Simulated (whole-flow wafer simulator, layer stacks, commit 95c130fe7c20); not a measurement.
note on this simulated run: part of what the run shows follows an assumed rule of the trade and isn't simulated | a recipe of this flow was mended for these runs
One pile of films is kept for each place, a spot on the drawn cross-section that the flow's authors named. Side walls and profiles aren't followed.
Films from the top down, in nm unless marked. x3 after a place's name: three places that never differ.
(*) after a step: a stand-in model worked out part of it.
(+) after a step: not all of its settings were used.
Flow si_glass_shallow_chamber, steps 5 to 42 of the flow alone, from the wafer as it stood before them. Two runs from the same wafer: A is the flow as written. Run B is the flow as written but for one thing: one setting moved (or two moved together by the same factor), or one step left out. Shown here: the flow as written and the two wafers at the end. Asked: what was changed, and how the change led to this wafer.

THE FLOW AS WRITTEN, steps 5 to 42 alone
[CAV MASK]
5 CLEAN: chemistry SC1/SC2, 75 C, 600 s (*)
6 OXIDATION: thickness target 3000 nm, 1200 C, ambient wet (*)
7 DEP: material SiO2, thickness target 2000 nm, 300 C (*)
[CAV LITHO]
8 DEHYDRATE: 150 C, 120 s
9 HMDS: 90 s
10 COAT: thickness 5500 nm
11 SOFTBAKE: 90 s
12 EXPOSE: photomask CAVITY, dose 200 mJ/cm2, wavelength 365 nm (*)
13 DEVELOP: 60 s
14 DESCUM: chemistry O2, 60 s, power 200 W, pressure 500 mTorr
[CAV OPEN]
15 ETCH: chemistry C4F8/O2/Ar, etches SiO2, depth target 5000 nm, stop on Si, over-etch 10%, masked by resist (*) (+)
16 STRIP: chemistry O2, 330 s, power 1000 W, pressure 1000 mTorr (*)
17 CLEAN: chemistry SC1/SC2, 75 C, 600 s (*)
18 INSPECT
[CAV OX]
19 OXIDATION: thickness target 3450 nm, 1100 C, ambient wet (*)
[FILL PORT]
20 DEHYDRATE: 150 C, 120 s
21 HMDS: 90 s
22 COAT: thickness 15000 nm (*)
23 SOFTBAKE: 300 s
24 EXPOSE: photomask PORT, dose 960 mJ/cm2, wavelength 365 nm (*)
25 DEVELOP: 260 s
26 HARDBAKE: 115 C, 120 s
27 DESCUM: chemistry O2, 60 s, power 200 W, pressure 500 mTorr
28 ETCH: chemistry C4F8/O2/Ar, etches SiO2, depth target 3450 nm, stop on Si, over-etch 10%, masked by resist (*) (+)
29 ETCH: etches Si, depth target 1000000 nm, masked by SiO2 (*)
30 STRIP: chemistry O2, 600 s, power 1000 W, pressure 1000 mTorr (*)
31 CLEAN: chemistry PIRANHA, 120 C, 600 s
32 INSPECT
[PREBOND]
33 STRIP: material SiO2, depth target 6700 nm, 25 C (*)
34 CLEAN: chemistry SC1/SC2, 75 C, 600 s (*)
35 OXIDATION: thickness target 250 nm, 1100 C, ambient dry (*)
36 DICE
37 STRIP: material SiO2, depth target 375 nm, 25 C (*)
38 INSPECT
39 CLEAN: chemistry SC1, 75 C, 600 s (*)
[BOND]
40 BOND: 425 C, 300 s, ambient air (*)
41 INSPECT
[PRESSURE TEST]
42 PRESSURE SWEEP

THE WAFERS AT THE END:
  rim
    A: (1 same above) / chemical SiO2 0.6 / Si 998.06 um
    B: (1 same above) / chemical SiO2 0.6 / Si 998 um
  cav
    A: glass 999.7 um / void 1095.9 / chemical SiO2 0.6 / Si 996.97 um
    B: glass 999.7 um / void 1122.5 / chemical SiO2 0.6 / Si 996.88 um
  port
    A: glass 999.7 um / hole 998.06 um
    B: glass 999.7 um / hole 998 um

The cause: step 7, DEP: thickness target 1280 nm was run, where the flow has thickness target 2000 nm.

How the change led to this, step by step:
  7 DEP: material SiO2, thickness target 2000 nm, 300 C (*)
      rim, ramp, cav, port, septum, ring: A SiO2 +2000 | B SiO2 +1280
  15 ETCH: chemistry C4F8/O2/Ar, etches SiO2, depth target 5000 nm, stop on Si, over-etch 10%, masked by resist (*) (+)
      rim, ramp, septum, ring: A thick-i-line-resist -1100 | B thick-i-line-resist -941.6
      cav, port: A SiO2 -5000 (all of it), Si -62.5 | B SiO2 -4280 (all of it), Si -152.5
  16 STRIP: chemistry O2, 330 s, power 1000 W, pressure 1000 mTorr (*)
      rim, ramp, septum, ring: A thick-i-line-resist -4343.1 (all of it) | B thick-i-line-resist -4501.5 (all of it)
  19 OXIDATION: thickness target 3450 nm, 1100 C, ambient wet (*)
      rim, ramp, septum, ring: A SiO2 +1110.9, Si -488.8 | B SiO2 +1255, Si -552.2
  22 COAT: thickness 15000 nm (*)
      rim: A thick-i-line-resist +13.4 um (new film) | B thick-i-line-resist +13.63 um (new film)
      ramp: A thick-i-line-resist +12.89 um (new film) | B thick-i-line-resist +13.19 um (new film)
      (and at 4 more places)
  23 SOFTBAKE: 300 s
      rim: A thick-i-line-resist -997 | B thick-i-line-resist -843.2
      ramp: A thick-i-line-resist -487.1 | B thick-i-line-resist -406.8
      (and at 4 more places)
  25 DEVELOP: 260 s
      port: A thick-i-line-resist -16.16 um (all of it) | B thick-i-line-resist -15.99 um (all of it)
  26 HARDBAKE: 115 C, 120 s
      rim, ramp: A thick-i-line-resist -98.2 | B thick-i-line-resist -102.8
  29 ETCH: etches Si, depth target 1000000 nm, masked by SiO2 (*)
      rim, ramp: A thick-i-line-resist -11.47 um (all of it), SiO2 -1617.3 | B thick-i-line-resist -11.85 um (all of it), SiO2 -1417
      port: A hole +997.05 um (new film), Si -997.05 um (all of it) | B hole +996.96 um (new film), Si -996.96 um (all of it)
      (and at 2 more places)
  30 STRIP: chemistry O2, 600 s, power 1000 W, pressure 1000 mTorr (*)
      cav: A thick-i-line-resist -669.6 (all of it) | B thick-i-line-resist -502.7 (all of it)
  33 STRIP: material SiO2, depth target 6700 nm, 25 C (*)
      rim, ramp: A SiO2 -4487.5 (all of it) | B SiO2 -4112 (all of it)
      septum: A SiO2 -5732.1 (all of it) | B SiO2 -5173.7 (all of it)
      (and at 1 more place)
  40 BOND: 425 C, 300 s, ambient air (*)
      cav: A glass +999.7 um (new film), void +1095.9 (new film) | B glass +999.7 um (new film), void +1122.5 (new film)
      port: A glass +999.7 um (new film), hole +1017.3 | B glass +999.7 um (new film), hole +1043.8
